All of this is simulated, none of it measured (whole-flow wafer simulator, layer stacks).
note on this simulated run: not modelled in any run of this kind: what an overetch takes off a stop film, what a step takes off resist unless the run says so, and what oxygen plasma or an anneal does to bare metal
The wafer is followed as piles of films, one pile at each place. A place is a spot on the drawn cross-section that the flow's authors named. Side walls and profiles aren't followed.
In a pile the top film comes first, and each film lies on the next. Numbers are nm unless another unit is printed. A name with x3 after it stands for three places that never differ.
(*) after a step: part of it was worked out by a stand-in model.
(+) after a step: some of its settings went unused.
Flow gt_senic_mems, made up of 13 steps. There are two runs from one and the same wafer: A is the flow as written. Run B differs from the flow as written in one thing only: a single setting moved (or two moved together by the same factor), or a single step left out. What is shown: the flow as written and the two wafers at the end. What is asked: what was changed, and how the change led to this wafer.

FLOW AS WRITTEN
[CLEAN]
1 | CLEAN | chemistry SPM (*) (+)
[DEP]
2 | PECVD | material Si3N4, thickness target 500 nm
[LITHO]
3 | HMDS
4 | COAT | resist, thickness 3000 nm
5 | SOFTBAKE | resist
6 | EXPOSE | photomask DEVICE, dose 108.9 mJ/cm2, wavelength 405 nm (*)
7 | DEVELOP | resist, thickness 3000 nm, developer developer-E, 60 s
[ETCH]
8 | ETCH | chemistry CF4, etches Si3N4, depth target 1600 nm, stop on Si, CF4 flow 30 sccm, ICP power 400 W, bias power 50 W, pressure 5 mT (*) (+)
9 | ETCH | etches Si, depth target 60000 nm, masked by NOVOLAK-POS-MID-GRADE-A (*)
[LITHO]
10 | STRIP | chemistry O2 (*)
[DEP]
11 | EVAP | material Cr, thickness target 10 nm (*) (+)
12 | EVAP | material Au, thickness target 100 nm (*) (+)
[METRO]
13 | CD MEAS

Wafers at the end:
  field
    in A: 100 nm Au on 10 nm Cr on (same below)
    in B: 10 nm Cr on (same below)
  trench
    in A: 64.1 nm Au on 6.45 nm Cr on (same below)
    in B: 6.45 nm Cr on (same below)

Cause: step 12, EVAP: material Au, thickness target 100 nm (*) (+), was not run.

Step by step, how the change led to this:
  (no step that both runs have acts differently)
With metal films that touch counted as one body, field has 0 bodies; the flow as written gives 1 body.
With metal films that touch counted as one body, trench has 0 bodies; the flow as written gives 1 body.
